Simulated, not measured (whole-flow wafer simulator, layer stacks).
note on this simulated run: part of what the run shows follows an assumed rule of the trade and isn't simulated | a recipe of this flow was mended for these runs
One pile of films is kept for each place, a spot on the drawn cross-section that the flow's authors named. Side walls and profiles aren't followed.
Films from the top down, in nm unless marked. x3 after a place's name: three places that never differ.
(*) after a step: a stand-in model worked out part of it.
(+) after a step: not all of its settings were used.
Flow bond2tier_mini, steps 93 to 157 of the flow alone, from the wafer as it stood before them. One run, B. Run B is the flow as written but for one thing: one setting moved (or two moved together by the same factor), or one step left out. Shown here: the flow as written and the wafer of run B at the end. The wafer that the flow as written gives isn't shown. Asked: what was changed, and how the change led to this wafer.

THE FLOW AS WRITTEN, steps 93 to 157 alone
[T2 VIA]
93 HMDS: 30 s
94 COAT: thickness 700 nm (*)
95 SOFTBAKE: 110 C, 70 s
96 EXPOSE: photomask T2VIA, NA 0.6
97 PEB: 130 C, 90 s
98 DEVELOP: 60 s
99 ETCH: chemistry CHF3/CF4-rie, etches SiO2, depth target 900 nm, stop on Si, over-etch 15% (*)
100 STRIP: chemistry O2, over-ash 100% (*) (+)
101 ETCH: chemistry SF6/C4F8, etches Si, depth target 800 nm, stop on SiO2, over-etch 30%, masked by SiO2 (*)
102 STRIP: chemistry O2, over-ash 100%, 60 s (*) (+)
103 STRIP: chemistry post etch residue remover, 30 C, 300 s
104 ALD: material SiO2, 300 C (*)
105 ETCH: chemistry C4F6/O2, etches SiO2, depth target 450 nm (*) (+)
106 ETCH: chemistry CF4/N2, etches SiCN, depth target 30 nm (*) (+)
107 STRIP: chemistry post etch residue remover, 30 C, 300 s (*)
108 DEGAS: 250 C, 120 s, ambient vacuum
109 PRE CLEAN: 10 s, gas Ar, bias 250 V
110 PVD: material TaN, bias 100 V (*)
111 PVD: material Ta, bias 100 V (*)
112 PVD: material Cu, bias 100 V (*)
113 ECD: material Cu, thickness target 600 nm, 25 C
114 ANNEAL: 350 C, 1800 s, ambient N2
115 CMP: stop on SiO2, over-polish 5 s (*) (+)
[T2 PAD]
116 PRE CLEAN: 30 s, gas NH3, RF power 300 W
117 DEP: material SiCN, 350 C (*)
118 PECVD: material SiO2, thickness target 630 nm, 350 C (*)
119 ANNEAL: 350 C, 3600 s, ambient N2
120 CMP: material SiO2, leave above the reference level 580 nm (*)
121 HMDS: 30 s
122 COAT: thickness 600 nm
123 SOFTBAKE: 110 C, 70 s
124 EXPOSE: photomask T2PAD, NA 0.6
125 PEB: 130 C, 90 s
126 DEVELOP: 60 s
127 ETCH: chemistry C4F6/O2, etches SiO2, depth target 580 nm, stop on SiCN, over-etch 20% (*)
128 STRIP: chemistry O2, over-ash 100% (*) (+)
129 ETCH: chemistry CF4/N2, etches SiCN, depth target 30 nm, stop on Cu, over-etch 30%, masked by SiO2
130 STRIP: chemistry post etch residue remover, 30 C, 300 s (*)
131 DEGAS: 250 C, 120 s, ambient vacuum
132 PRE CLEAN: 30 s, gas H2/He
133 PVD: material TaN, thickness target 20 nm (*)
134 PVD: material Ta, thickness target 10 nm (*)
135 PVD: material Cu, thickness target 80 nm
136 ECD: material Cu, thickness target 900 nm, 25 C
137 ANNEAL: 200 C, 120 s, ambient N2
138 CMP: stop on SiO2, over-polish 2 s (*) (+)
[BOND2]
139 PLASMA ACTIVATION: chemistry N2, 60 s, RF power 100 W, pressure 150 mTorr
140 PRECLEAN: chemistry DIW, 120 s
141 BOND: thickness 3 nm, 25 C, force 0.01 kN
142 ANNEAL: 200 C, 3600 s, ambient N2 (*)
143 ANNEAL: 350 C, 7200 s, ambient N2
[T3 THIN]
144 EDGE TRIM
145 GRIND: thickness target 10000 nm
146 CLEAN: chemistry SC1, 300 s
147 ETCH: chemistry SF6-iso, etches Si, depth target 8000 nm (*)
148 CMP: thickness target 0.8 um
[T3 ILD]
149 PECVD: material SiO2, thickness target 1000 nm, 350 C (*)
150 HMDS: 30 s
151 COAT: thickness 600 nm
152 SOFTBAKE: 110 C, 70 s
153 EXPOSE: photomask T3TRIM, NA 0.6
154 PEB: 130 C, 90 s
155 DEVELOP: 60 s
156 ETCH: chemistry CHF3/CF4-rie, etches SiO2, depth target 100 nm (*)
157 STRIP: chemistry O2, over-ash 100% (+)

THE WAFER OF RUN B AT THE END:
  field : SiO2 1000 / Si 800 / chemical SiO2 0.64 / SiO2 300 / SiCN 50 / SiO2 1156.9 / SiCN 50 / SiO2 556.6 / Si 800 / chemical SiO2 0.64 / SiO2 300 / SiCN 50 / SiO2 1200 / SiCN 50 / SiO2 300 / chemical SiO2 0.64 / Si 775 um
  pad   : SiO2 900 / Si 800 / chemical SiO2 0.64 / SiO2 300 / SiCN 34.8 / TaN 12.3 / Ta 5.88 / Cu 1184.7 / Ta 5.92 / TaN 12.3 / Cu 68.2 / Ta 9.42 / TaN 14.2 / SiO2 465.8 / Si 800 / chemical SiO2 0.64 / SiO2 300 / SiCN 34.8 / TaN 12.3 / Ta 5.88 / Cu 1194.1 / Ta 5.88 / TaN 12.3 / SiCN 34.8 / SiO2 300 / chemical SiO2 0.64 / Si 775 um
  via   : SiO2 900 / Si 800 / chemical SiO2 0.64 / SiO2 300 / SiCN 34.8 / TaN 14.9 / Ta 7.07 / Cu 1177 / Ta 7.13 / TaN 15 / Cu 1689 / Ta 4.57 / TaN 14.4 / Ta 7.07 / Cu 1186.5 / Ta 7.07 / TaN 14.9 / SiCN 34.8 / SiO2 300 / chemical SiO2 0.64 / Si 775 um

The cause: step 109, PRE CLEAN: 13 s was run, where the flow has 10 s.

How the change led to this, step by step:
  109 PRE CLEAN: 10 s, gas Ar, bias 250 V
      field, pad: SiO2 -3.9 (as written it would be: SiO2 -3)
      via: TaN -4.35 (as written it would be: TaN -3.19)
